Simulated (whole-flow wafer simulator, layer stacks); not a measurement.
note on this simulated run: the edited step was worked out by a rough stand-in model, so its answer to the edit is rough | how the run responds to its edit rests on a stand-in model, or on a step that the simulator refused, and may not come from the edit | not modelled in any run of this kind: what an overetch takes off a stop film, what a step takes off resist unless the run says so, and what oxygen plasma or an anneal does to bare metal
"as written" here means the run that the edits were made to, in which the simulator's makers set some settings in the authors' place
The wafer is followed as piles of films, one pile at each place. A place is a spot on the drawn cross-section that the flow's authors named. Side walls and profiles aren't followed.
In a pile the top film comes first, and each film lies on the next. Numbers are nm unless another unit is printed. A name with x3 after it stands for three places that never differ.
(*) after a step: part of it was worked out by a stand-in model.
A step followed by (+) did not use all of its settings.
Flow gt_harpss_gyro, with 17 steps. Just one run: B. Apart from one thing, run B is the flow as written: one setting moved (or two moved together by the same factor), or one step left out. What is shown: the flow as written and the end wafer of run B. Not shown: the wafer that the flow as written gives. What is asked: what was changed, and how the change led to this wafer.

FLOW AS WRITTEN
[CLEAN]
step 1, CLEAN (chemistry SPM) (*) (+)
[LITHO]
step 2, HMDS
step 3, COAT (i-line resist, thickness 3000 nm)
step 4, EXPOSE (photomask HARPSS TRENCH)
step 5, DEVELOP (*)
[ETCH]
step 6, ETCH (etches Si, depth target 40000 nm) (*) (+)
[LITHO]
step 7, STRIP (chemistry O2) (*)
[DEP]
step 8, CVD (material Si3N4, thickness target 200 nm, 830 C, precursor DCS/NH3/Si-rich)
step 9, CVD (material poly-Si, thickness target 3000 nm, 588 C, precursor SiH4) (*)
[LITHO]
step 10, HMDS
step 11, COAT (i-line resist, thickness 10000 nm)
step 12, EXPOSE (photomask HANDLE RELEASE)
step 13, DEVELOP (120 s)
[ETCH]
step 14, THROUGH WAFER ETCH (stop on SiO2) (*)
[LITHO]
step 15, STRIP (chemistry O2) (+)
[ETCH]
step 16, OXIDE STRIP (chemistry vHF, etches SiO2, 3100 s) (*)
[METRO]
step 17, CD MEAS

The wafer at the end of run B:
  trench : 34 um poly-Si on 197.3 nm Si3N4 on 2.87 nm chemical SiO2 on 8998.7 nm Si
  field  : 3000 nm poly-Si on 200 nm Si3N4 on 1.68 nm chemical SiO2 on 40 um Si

Cause: step 6, ETCH: depth target 31000 nm was run, whereas the flow has depth target 40000 nm.

The path from the change to this, step by step:
  step 6, ETCH (etches Si, depth target 40000 nm) (*) (+)
      trench: -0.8 chemical SiO2 (all of it), -31 um Si (it would be, as written: -0.8 chemical SiO2 (all of it), -40 um Si (all of it))
      field: -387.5 i-line resist (it would be, as written: -500 i-line resist)
  step 7, STRIP (chemistry O2) (*)
      trench: +2.87 chemical SiO2 (new film), -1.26 Si (it would be, as written: nothing)
      field: -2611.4 i-line resist (all of it), +0.88 chemical SiO2, -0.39 Si (it would be, as written: -2498.9 i-line resist (all of it), +0.87 chemical SiO2, -0.38 Si)
  step 9, CVD (material poly-Si, thickness target 3000 nm, 588 C, precursor SiH4) (*)
      trench: +34 um poly-Si (new film) (it would be, as written: +43.01 um poly-Si (new film))
